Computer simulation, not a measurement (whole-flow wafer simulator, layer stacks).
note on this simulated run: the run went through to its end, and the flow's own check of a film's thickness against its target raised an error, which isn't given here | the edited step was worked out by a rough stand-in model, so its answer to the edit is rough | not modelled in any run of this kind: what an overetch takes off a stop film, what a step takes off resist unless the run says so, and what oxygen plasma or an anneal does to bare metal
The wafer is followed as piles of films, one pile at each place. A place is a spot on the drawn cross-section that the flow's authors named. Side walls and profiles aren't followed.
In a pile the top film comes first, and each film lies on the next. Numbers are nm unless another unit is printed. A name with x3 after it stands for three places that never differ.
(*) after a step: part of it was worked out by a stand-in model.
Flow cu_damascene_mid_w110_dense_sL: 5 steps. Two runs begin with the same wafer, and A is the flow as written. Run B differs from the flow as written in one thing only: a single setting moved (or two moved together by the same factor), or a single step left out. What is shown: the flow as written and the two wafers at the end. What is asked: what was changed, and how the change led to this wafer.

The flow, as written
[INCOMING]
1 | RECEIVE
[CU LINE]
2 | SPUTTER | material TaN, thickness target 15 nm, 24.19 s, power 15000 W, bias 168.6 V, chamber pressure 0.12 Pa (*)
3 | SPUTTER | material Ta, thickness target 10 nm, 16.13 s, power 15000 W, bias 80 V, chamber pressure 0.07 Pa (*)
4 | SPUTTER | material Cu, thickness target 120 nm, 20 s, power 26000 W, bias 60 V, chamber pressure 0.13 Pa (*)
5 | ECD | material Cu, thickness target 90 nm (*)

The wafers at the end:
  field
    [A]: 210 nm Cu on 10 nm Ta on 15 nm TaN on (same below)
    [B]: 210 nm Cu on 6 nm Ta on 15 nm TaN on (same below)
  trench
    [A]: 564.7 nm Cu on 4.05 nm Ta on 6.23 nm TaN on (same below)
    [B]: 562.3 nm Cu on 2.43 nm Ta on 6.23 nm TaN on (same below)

Cause: step 3, SPUTTER: thickness target 6 nm was run, whereas the flow has thickness target 10 nm; step 3, SPUTTER: 9.68 s was run, where the flow has 16.13 s.
The wafer lets one read it off: field has Ta 6, and step 3 as written asks for 10 nm.

The path from the change to this, step by step:
  3 | SPUTTER | material Ta, thickness target 10 nm, 16.13 s, power 15000 W, bias 80 V, chamber pressure 0.07 Pa (*)
      field: A Ta gains 10 (new film) | B Ta gains 6 (new film)
      trench: A Ta gains 4.05 (new film) | B Ta gains 2.43 (new film)
